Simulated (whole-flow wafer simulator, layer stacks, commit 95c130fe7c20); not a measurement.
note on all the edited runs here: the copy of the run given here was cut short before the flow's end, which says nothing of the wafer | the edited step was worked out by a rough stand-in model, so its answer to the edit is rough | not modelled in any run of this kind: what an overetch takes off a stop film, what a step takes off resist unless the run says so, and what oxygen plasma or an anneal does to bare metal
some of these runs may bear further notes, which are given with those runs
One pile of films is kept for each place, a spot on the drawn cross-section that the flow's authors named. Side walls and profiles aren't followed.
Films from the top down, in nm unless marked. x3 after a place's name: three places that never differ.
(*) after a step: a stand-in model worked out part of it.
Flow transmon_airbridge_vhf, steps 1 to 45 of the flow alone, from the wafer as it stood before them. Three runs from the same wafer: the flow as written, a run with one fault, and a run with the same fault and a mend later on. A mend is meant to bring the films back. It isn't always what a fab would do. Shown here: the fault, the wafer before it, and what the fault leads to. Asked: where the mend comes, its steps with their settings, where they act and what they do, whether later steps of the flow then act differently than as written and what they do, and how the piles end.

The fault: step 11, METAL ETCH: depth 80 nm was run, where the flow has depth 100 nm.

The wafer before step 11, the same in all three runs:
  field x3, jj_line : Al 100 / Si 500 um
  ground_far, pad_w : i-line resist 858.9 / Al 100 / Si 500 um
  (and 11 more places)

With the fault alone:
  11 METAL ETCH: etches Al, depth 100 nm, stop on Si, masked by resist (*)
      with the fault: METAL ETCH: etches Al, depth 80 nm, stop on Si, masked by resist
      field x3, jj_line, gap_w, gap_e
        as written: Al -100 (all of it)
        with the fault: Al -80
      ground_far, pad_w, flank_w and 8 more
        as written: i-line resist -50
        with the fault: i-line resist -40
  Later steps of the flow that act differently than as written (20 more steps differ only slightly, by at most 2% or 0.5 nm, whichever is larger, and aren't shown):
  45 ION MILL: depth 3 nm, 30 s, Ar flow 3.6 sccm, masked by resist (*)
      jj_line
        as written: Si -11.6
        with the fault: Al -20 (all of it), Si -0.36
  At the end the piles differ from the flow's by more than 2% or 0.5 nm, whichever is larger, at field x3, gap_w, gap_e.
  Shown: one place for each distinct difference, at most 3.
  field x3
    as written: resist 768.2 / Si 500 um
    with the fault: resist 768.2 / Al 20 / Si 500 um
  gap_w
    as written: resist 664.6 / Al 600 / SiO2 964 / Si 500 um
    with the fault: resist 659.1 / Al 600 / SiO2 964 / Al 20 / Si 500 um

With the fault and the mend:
  The mend comes after step 11.
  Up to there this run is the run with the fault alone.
  11a METAL ETCH: etches Al, depth 20 nm, stop on Si, masked by resist (*) (the flow's step 11 once more, with other settings)
      ground_far, pad_w, flank_w and 8 more
        i-line resist -10
      field x3, jj_line, gap_w, gap_e
        Al -20 (all of it)
  No later step of the flow acts differently than as written at any place that is followed.
  At the end the piles are the same as the flow's at every place that both follow.
